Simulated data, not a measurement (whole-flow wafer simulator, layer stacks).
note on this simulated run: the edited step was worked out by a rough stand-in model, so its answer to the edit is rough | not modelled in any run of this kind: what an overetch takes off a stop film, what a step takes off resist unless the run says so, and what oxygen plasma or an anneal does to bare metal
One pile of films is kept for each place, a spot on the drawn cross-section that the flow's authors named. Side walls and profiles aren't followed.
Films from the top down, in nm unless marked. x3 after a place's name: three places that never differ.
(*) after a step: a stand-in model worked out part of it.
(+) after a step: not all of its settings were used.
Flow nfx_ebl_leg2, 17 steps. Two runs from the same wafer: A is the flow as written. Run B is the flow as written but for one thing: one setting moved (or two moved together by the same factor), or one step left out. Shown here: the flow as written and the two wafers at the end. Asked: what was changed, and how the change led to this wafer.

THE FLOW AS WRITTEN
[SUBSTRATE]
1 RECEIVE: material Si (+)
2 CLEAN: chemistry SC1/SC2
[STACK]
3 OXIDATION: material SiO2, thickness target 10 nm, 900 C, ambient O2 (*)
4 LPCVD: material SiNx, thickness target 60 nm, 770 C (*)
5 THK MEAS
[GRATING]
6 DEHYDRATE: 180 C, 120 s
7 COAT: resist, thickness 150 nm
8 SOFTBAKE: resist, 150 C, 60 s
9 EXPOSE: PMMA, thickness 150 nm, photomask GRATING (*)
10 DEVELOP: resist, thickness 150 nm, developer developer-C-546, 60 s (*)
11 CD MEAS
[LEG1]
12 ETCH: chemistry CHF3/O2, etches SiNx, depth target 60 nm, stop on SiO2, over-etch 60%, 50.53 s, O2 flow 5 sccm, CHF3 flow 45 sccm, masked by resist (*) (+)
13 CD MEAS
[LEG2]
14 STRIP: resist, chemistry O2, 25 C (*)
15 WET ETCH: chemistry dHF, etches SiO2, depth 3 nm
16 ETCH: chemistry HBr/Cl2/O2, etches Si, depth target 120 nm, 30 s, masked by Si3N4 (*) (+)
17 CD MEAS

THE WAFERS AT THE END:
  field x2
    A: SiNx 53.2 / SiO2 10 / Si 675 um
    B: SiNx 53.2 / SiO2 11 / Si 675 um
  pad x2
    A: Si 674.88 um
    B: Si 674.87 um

The cause: step 3, OXIDATION: thickness target 11 nm was run, where the flow has thickness target 10 nm.
It can be read off the wafer: field x2 has SiO2 11, and step 3 as written asks for 10 nm.

How the change led to this, step by step:
  3 OXIDATION: material SiO2, thickness target 10 nm, 900 C, ambient O2 (*)
      field x2, pad x2: A SiO2 +10 (new film), chemical SiO2 -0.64 (all of it), Si -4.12 | B SiO2 +11 (new film), chemical SiO2 -0.64 (all of it), Si -4.56
  12 ETCH: chemistry CHF3/O2, etches SiNx, depth target 60 nm, stop on SiO2, over-etch 60%, 50.53 s, O2 flow 5 sccm, CHF3 flow 45 sccm, masked by resist (*) (+)
      pad x2: A SiNx -60 (all of it), SiO2 -10 (all of it) | B SiNx -60 (all of it), SiO2 -11 (all of it)
